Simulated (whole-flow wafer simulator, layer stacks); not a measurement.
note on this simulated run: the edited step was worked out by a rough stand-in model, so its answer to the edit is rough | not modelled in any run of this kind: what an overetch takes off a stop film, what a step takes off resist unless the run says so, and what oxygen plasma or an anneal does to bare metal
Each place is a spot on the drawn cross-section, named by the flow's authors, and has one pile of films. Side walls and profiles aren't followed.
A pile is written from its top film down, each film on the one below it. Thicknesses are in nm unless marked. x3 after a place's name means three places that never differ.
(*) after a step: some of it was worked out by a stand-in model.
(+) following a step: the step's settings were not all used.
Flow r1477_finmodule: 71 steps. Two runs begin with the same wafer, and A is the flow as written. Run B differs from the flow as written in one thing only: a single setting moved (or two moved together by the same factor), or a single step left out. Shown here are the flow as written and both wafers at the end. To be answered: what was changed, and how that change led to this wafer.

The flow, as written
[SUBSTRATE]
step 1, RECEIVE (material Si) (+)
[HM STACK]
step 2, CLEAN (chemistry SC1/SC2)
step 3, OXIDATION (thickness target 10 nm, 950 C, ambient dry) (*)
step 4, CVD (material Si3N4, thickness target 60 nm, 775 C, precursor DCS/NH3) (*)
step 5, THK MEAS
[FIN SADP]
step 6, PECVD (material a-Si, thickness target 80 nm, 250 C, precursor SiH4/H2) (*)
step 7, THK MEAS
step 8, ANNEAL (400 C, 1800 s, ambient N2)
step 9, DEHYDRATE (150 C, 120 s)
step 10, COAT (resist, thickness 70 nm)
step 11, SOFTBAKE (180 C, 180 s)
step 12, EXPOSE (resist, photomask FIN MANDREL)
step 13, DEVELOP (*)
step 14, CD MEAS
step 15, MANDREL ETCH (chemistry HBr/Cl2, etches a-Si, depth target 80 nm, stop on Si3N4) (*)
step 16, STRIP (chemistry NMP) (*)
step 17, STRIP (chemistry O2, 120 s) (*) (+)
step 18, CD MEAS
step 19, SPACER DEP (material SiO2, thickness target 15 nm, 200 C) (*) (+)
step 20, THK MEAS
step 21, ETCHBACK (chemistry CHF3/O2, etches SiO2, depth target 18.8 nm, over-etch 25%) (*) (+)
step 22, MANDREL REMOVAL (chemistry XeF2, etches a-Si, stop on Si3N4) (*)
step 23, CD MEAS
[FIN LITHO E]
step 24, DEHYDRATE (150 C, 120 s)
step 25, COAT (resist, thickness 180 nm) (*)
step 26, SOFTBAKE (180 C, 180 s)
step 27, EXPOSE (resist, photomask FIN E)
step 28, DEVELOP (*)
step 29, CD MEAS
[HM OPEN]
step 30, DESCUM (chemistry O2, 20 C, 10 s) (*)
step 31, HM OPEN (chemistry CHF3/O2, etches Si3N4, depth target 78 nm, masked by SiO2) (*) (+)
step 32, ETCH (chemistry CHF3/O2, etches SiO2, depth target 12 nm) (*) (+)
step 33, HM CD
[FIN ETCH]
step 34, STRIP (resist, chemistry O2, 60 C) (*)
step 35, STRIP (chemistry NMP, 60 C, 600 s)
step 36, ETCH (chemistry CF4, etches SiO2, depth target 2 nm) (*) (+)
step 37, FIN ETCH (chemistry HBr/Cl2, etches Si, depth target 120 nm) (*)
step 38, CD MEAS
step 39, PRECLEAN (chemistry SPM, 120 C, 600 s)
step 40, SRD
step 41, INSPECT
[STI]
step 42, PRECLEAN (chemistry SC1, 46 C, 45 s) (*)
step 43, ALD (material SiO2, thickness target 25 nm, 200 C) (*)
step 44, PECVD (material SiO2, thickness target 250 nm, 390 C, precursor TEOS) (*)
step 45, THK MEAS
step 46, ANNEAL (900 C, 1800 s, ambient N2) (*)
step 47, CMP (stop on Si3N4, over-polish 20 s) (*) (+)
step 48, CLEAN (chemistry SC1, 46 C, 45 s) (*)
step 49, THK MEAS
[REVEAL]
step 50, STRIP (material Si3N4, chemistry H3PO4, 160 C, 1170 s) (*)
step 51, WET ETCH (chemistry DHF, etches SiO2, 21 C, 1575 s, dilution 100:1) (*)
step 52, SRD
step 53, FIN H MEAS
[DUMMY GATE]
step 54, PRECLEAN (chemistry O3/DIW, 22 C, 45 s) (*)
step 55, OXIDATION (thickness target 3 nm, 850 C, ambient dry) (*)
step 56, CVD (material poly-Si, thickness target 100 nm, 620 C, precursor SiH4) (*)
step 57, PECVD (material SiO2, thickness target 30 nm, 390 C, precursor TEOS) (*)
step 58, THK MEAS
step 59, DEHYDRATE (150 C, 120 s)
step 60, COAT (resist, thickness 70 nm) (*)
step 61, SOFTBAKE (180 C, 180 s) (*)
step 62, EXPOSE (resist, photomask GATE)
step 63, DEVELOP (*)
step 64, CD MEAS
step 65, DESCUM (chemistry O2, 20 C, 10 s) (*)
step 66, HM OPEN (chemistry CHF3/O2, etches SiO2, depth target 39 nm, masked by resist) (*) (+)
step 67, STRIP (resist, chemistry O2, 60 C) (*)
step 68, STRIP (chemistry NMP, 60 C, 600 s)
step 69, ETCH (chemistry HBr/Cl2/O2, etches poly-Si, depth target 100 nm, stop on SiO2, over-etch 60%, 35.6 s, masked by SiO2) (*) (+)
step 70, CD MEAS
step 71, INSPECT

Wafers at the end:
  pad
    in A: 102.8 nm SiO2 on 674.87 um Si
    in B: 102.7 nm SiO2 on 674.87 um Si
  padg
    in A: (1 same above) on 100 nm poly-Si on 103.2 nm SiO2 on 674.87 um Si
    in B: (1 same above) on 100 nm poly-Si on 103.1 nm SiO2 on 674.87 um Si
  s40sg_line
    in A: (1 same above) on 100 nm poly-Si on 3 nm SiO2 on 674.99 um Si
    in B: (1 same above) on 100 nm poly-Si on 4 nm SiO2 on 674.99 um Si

The reason: step 55, OXIDATION: thickness target 4 nm was run, whereas the flow has thickness target 3 nm.
The wafer itself shows it: s40sg_line has SiO2 4, and step 55 as written asks for 3 nm.

How this came from the change, step by step:
  step 55, OXIDATION (thickness target 3 nm, 850 C, ambient dry) (*)
      s40sg_line, s45sg_line, s50sg_line, s40so_line, s45so_line, s50so_line: A SiO2 gains 3 (new film), chemical SiO2 loses 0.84 (all of it), Si loses 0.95 | B SiO2 gains 4 (new film), chemical SiO2 loses 0.84 (all of it), Si loses 1.39
